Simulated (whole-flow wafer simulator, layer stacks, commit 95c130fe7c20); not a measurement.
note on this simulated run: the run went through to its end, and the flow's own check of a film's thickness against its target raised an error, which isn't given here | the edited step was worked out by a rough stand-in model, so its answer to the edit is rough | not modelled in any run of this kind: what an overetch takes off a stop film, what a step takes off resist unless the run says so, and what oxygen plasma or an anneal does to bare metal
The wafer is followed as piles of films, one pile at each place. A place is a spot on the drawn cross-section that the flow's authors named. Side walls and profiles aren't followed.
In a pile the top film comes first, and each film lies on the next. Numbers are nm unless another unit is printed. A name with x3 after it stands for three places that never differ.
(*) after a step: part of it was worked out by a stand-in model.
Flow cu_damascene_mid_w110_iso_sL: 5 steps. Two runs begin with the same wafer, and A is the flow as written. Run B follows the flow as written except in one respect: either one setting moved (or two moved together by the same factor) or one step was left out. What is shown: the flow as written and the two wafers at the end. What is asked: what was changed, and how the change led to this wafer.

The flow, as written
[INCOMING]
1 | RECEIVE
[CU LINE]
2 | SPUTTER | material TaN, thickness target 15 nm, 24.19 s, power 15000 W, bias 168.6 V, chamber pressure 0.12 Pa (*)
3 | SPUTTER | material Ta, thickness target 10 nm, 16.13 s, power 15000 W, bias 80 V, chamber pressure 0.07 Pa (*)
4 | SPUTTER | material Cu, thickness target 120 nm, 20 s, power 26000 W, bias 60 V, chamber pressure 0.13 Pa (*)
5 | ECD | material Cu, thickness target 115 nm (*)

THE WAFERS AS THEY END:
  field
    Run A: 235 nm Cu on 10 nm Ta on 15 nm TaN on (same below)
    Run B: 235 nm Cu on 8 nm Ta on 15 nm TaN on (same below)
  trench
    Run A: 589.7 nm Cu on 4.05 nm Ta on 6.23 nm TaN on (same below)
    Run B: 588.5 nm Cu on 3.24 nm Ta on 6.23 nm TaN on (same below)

The reason: step 3, SPUTTER: 12.9 s was run, though the flow has 16.13 s.

How this came from the change, step by step:
  3 | SPUTTER | material Ta, thickness target 10 nm, 16.13 s, power 15000 W, bias 80 V, chamber pressure 0.07 Pa (*)
      field: A Ta gains 10 (new film) | B Ta gains 8 (new film)
      trench: A Ta gains 4.05 (new film) | B Ta gains 3.24 (new film)
